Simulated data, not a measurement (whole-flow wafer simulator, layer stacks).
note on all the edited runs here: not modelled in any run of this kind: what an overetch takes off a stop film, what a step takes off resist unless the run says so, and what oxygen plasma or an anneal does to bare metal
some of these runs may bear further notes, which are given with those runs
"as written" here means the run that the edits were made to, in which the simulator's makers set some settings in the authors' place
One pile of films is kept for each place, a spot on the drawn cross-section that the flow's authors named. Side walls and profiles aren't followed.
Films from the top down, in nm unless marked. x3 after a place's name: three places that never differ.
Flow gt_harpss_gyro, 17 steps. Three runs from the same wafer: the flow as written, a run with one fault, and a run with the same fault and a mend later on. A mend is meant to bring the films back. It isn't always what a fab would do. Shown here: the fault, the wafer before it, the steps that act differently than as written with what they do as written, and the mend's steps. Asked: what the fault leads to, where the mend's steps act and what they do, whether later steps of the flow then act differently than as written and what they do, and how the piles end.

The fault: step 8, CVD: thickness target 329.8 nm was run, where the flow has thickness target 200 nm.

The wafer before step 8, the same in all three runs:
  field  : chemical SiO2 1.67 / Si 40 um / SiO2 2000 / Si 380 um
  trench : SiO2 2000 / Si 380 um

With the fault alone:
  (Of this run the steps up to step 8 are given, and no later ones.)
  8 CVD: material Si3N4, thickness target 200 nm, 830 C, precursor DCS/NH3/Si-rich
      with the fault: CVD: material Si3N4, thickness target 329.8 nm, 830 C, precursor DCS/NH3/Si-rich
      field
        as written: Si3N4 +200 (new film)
        with the fault: Si3N4 +329.8 (new film)
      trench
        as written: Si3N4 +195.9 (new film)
        with the fault: Si3N4 +322.1 (new film)
  After step 8 the piles differ from the flow's by more than 2% or 0.5 nm, whichever is larger, at field, trench.
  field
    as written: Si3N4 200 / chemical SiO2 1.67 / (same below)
    with the fault: Si3N4 329.8 / chemical SiO2 1.67 / (same below)
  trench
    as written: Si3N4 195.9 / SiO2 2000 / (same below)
    with the fault: Si3N4 322.1 / SiO2 2000 / (same below)

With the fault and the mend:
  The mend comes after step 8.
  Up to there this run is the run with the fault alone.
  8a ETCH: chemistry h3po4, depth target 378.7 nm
      field
        Si3N4 -329.8 (all of it)
      trench
        Si3N4 -322.1 (all of it)
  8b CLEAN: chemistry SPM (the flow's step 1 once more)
      changes no film at any place that is followed
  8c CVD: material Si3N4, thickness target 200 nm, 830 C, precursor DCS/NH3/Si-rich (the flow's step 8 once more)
      field
        Si3N4 +200 (new film)
      trench
        Si3N4 +195.9 (new film)
  No later step of the flow acts differently than as written at any place that is followed.
  At the end the piles are the same as the flow's at every place that both follow.
